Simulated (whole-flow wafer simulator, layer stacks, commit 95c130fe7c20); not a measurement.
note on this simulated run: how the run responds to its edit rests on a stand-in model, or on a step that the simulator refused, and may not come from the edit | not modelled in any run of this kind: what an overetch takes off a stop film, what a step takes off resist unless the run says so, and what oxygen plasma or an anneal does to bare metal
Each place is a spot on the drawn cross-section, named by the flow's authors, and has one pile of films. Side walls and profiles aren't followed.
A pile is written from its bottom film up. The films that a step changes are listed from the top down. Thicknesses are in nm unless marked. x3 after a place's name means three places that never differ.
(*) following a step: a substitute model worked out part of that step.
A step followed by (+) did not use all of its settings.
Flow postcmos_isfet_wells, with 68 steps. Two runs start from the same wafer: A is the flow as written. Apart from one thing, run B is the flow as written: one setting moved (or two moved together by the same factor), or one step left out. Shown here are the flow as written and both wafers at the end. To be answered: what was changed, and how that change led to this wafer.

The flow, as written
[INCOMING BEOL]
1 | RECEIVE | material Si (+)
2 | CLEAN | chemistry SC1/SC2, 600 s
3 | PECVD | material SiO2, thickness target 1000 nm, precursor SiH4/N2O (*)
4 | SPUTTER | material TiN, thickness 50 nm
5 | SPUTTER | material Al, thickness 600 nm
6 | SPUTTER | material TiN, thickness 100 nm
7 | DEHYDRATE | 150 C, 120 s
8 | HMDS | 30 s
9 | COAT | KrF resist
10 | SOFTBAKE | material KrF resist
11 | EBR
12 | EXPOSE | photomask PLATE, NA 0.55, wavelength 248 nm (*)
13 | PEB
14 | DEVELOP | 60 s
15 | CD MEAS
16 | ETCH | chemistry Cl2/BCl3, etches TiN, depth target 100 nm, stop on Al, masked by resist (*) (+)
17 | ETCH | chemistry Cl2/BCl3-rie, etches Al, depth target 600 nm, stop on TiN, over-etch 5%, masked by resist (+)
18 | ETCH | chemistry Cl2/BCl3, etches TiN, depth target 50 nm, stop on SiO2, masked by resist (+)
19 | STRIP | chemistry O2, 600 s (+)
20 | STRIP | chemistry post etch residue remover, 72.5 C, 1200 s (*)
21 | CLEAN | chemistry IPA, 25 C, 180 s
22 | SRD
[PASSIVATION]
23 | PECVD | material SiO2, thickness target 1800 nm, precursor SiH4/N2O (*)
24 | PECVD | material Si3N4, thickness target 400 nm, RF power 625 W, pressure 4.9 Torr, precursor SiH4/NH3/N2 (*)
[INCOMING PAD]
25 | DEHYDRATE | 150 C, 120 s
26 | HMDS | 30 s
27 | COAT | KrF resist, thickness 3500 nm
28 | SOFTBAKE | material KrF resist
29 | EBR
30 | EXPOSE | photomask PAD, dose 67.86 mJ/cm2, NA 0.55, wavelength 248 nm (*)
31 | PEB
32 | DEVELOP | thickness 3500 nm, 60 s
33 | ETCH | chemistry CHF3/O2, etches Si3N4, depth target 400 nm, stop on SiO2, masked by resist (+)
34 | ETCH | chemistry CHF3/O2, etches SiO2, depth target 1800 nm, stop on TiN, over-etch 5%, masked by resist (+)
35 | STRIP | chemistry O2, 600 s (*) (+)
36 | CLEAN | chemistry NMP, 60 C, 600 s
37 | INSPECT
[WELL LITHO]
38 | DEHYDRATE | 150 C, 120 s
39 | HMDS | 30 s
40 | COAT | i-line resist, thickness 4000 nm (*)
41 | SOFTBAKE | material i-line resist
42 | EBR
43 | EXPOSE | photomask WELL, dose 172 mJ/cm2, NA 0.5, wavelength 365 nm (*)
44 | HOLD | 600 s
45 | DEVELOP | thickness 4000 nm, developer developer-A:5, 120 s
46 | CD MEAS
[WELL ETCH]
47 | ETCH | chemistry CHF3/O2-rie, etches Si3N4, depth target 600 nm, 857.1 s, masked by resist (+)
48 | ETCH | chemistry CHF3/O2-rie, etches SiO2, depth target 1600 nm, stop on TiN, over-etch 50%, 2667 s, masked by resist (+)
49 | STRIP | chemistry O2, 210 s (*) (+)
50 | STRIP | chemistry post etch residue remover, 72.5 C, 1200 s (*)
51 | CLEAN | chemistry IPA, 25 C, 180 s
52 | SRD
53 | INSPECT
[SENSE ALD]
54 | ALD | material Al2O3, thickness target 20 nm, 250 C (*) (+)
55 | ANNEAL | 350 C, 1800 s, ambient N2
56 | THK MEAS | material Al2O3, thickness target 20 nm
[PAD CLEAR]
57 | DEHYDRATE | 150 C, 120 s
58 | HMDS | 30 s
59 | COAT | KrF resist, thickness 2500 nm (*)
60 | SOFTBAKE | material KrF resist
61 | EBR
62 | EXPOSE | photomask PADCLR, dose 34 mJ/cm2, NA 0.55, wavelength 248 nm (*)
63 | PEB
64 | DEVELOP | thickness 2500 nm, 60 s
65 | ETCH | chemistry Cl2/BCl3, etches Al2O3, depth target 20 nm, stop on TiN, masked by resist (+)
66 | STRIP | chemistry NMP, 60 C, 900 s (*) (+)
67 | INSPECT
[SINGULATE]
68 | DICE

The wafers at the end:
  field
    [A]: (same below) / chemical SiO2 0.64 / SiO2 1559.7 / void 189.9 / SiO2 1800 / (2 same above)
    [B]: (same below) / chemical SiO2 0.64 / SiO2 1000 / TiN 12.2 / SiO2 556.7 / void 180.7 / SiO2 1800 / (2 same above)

Cause: step 17, ETCH: depth target 570 nm was run, while the flow as written has depth target 600 nm.

Step by step, how the change led to this:
  17 | ETCH | chemistry Cl2/BCl3-rie, etches Al, depth target 600 nm, stop on TiN, over-etch 5%, masked by resist (+)
      field: A Al loses 600 (all of it) | B Al loses 570
      margin, well900, well1300 x3, pad_rim, pad_clr, pad_open: A KrF resist loses 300 | B KrF resist loses 285
  18 | ETCH | chemistry Cl2/BCl3, etches TiN, depth target 50 nm, stop on SiO2, masked by resist (+)
      field: A TiN loses 50 (all of it) | B Al loses 30 (all of it), TiN loses 37.4
  19 | STRIP | chemistry O2, 600 s (+)
      margin, well900, well1300 x3, pad_rim, pad_clr, pad_open: A KrF resist loses 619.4 (all of it) | B KrF resist loses 634.4 (all of it)
  23 | PECVD | material SiO2, thickness target 1800 nm, precursor SiH4/N2O (*)
      field: A SiO2 gains 1800 (new film), void gains 189.9 (new film), SiO2 gains 559.7 | B SiO2 gains 1800 (new film), void gains 180.7 (new film), SiO2 gains 556.7 (new film)
With metal films that touch counted as one body, field has 1 body; the flow as written gives 0 bodies.
